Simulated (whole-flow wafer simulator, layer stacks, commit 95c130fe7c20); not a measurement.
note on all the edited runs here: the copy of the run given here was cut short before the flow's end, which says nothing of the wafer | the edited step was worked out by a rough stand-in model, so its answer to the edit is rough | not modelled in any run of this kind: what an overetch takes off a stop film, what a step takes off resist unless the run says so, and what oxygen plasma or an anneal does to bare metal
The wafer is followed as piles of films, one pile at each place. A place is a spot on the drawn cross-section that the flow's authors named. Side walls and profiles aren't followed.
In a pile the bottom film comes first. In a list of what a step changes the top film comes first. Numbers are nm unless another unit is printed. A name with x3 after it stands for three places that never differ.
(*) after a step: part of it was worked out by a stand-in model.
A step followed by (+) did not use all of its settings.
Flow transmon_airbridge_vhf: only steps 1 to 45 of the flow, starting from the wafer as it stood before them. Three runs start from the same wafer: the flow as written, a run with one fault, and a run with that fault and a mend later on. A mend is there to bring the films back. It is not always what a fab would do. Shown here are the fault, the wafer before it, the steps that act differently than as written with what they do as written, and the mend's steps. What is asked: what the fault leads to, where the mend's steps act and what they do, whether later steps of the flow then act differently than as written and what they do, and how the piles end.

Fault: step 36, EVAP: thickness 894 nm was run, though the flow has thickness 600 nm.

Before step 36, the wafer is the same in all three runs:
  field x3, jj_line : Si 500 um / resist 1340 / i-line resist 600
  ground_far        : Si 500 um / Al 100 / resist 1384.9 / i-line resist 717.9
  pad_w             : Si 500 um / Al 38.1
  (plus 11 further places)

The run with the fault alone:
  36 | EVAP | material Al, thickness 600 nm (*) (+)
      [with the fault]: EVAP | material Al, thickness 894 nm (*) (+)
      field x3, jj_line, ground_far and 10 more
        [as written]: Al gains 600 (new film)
        [with the fault]: Al gains 894 (new film)
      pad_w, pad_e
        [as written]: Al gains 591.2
        [with the fault]: Al gains 880.9
  Later steps of the flow acting differently than as written:
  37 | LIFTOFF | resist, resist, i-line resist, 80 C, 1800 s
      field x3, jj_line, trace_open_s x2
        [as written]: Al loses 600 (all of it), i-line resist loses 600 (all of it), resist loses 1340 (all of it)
        [with the fault]: Al loses 894 (all of it), i-line resist loses 600 (all of it), resist loses 1340 (all of it)
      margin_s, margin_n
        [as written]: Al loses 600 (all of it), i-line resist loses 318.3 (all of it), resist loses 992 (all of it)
        [with the fault]: Al loses 894 (all of it), i-line resist loses 318.3 (all of it), resist loses 992 (all of it)
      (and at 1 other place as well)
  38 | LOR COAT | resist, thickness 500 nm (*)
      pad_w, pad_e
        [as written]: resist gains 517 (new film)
        [with the fault]: resist gains 497.1 (new film)
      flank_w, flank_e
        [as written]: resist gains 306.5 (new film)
        [with the fault]: resist gains 299.3 (new film)
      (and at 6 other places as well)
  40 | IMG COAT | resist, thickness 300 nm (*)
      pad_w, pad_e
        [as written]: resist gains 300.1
        [with the fault]: resist gains 288.3
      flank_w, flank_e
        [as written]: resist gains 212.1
        [with the fault]: resist gains 202.6
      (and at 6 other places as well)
  By the end, the piles at pad_w, flank_w, gap_w and 7 more depart from the flow's by more than 2% or 0.5 nm, whichever is larger.
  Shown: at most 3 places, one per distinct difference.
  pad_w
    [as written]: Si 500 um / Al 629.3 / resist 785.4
    [with the fault]: Si 500 um / Al 919 / resist 753.7
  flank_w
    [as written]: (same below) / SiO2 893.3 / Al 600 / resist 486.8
    [with the fault]: (same below) / SiO2 893.3 / Al 894 / resist 470.1
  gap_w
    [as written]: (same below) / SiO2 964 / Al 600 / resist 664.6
    [with the fault]: (same below) / SiO2 964 / Al 894 / resist 642.9

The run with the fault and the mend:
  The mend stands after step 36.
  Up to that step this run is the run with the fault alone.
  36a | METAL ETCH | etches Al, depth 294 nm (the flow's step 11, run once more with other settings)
      field x3, jj_line, ground_far and 12 more
        Al loses 294
  None of the later steps of the flow differs from how it acts as written, at any place that is followed, by more than 2% or 0.5 nm, whichever is larger.
  When the end is reached, the piles differ only a little from the flow's at the places that both follow, at most by 2% or 0.5 nm, whichever is larger.
